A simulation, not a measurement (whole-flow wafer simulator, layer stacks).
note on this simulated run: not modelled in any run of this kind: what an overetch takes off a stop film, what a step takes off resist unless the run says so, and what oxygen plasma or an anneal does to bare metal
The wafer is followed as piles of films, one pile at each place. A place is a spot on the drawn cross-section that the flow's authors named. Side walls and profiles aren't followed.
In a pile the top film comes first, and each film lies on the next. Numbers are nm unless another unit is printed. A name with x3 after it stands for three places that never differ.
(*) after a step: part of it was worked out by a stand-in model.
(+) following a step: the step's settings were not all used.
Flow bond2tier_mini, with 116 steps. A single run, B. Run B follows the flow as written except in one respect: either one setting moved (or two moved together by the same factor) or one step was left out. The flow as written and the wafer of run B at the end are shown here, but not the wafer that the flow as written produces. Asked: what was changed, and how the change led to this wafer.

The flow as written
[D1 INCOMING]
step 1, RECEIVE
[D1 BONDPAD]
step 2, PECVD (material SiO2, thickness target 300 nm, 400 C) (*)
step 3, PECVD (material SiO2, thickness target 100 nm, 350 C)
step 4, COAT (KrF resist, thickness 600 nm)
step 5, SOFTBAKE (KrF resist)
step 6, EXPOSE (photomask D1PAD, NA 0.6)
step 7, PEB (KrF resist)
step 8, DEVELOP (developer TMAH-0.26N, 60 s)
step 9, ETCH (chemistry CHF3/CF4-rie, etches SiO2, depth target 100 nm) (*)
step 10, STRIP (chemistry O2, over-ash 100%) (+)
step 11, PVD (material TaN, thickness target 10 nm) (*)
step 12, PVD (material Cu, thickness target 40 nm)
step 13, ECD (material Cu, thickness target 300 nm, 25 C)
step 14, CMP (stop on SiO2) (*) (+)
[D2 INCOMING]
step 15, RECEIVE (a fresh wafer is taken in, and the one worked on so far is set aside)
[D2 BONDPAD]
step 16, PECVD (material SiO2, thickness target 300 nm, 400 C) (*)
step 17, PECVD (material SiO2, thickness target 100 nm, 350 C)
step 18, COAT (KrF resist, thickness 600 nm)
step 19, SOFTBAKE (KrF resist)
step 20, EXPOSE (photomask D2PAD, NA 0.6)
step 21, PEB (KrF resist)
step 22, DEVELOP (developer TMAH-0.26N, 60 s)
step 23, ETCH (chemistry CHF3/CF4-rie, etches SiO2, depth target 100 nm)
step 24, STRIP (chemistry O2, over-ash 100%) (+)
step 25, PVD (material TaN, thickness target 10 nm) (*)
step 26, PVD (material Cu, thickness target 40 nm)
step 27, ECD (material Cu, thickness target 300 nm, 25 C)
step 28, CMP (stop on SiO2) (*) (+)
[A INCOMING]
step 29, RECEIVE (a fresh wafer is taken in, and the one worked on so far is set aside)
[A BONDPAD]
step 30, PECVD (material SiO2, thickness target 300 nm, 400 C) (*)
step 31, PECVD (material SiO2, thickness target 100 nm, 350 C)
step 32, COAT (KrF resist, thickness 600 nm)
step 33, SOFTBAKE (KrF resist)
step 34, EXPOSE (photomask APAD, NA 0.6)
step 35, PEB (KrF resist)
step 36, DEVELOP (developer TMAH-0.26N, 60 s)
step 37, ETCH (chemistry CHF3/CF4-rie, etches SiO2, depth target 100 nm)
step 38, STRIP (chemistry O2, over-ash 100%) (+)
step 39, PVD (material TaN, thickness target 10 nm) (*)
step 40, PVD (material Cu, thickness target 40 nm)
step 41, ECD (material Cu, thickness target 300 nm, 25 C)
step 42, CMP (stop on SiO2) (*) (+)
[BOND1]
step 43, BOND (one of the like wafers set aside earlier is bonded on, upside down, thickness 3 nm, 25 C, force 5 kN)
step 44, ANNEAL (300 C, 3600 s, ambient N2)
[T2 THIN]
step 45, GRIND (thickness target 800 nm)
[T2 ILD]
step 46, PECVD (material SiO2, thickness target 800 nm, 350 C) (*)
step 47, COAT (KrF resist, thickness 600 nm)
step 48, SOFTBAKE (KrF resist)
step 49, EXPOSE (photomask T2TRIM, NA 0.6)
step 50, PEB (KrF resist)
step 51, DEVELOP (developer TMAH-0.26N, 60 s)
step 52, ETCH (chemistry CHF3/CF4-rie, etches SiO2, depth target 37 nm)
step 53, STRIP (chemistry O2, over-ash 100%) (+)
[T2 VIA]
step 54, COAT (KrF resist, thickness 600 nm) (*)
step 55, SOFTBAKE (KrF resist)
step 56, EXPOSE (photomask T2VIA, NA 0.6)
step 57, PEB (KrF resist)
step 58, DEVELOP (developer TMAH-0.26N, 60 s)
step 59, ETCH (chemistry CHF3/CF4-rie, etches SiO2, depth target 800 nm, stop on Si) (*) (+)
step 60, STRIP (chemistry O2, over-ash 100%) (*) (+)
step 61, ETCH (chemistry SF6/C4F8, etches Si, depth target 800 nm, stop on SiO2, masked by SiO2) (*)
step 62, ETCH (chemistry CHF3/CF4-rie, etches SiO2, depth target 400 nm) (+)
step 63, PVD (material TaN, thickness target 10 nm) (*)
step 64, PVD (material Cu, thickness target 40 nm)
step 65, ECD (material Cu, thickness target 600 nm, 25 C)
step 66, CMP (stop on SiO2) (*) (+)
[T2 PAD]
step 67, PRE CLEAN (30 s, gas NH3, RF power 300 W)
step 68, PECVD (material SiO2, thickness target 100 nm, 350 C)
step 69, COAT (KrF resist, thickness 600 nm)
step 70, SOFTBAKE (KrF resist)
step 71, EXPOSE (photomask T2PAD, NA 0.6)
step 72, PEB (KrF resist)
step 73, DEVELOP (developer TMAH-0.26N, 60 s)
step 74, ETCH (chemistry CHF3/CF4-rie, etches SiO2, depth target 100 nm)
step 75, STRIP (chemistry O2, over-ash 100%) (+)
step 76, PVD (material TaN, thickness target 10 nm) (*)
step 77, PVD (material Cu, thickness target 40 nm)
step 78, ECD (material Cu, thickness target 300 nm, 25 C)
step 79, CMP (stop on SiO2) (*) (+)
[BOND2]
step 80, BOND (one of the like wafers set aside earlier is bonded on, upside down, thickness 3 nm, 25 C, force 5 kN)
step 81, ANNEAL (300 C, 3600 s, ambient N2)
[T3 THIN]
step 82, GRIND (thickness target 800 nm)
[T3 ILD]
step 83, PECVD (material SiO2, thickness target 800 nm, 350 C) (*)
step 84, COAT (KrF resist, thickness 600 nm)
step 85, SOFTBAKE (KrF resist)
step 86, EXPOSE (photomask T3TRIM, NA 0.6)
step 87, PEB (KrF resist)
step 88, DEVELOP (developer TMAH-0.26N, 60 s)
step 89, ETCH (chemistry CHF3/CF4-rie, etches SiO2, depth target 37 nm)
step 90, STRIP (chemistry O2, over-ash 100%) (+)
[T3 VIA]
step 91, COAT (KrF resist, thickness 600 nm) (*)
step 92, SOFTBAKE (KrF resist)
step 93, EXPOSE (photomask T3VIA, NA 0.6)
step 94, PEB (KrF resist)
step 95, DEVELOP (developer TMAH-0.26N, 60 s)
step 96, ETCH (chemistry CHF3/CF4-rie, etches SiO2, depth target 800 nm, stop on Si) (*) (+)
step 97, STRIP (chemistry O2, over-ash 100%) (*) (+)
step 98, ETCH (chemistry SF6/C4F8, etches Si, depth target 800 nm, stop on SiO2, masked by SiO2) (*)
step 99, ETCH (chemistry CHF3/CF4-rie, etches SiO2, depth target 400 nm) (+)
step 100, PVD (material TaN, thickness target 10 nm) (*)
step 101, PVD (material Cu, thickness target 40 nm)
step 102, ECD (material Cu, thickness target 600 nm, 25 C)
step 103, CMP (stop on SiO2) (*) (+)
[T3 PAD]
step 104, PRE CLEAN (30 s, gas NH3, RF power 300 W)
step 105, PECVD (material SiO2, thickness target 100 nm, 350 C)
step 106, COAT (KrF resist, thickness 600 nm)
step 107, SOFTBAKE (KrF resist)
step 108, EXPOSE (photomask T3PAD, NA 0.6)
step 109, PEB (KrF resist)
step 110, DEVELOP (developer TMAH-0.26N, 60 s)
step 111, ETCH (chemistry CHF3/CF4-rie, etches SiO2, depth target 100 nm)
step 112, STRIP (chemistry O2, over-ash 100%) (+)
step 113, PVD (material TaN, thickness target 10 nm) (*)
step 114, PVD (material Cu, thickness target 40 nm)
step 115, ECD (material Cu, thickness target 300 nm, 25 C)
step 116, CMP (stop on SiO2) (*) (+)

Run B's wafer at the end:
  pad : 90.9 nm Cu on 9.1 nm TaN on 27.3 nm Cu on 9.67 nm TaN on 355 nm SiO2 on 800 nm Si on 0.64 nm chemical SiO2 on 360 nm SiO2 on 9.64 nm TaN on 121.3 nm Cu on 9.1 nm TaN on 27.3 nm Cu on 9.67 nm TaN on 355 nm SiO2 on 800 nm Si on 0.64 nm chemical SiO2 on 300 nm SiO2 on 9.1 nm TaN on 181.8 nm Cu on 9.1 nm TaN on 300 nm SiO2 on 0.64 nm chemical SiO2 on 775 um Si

What caused this: step 23, ETCH: depth target 40 nm was run, whereas the flow has depth target 100 nm.

How this came from the change, step by step:
  step 23, ETCH (chemistry CHF3/CF4-rie, etches SiO2, depth target 100 nm)
      pad, via: SiO2 loses 40 (in the flow as written it would be: SiO2 loses 100)
      field: KrF resist loses 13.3 (in the flow as written it would be: KrF resist loses 33.3)
  step 24, STRIP (chemistry O2, over-ash 100%) (+)
      field: KrF resist loses 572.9 (all of it) (in the flow as written it would be: KrF resist loses 552.9 (all of it))
  step 25, PVD (material TaN, thickness target 10 nm) (*)
      pad: TaN gains 9.64 (new film) (in the flow as written it would be: TaN gains 9.1 (new film))
  step 26, PVD (material Cu, thickness target 40 nm)
      pad: Cu gains 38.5 (new film) (in the flow as written it would be: Cu gains 36.4 (new film))
  step 27, ECD (material Cu, thickness target 300 nm, 25 C)
      pad: Cu gains 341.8 (in the flow as written it would be: Cu gains 404.5)
      via: Cu gains 340 (in the flow as written it would be: Cu gains 400.2)
  step 80, BOND (one of the like wafers set aside earlier is bonded on, upside down, thickness 3 nm, 25 C, force 5 kN)
      pad: Si gains 775 um (new film), chemical SiO2 gains 0.64 (new film), SiO2 gains 360 (new film), TaN gains 9.64 (new film), Cu gains 30.4 (in the flow as written it would be: Si gains 775 um (new film), chemical SiO2 gains 0.64 (new film), SiO2 gains 300 (new film), TaN gains 9.1 (new film), Cu gains 90.9)
